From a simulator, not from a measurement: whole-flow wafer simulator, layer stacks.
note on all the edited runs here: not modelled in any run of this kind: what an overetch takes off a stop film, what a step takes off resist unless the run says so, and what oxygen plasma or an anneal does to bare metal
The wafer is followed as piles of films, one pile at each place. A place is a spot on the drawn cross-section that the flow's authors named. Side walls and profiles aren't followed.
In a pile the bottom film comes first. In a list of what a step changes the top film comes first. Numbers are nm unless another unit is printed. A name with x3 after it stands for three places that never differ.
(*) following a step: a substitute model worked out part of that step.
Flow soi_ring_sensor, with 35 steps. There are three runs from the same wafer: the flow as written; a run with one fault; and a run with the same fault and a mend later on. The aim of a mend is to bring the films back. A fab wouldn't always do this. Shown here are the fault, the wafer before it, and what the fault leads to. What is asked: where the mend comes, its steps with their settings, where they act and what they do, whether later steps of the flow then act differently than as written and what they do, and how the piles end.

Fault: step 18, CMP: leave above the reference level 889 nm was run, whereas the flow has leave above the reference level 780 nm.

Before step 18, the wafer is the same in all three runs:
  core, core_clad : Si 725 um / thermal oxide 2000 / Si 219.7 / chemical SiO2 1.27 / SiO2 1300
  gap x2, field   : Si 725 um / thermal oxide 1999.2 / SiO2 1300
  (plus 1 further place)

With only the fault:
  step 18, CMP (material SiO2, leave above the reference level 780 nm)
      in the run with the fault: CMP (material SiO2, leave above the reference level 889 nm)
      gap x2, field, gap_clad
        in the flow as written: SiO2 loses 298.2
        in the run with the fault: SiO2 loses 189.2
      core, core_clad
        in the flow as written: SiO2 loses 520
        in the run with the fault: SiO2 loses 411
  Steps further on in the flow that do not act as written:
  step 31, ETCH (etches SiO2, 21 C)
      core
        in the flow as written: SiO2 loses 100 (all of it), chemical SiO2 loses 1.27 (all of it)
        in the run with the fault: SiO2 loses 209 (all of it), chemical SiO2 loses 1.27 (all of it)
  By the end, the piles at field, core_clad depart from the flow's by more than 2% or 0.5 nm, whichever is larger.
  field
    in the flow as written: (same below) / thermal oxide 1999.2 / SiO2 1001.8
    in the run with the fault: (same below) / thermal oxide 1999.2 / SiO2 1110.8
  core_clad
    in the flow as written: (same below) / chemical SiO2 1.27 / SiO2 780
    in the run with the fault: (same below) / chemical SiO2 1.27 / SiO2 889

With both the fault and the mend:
  The mend follows step 27.
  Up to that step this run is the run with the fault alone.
  step 27a, STRIP (i-line resist, 250 C, gas O2, power 300 W) (*)
      field, core_clad, gap_clad
        i-line resist loses 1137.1 (all of it)
  step 27b, CMP (material SiO2, leave above the reference level 780 nm) (a further turn of the flow's step 18)
      core, gap x2, field, core_clad, gap_clad
        SiO2 loses 109
  step 27c, HMDS (120 C, 60 s) (a further turn of the flow's step 21)
      alters no film at any place that is followed
  step 27d, COAT (i-line resist, thickness 1200 nm) (a further turn of the flow's step 22)
      core, gap x2, field, core_clad, gap_clad
        i-line resist gains 1200 (new film)
  step 27e, SOFTBAKE (i-line resist) (a further turn of the flow's step 23)
      alters no film at any place that is followed
  step 27f, EXPOSE (photomask WINDOW, dose 101 mJ/cm2, NA 0.5, wavelength 365 nm) (*) (a further turn of the flow's step 24)
      alters no film at any place that is followed
  step 27g, PEB (i-line resist) (a further turn of the flow's step 25)
      core, gap x2, field, core_clad, gap_clad
        i-line resist loses 62.8
  step 27h, DEVELOP (i-line resist, thickness 1200 nm, 90 s) (a further turn of the flow's step 26)
      core, gap x2
        i-line resist loses 1137.2 (all of it)
      field, core_clad, gap_clad
        i-line resist loses 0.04
  Later steps of the flow that are run all act as written at every place that is followed.
  By the end, the piles equal the flow's at every place that both follow.
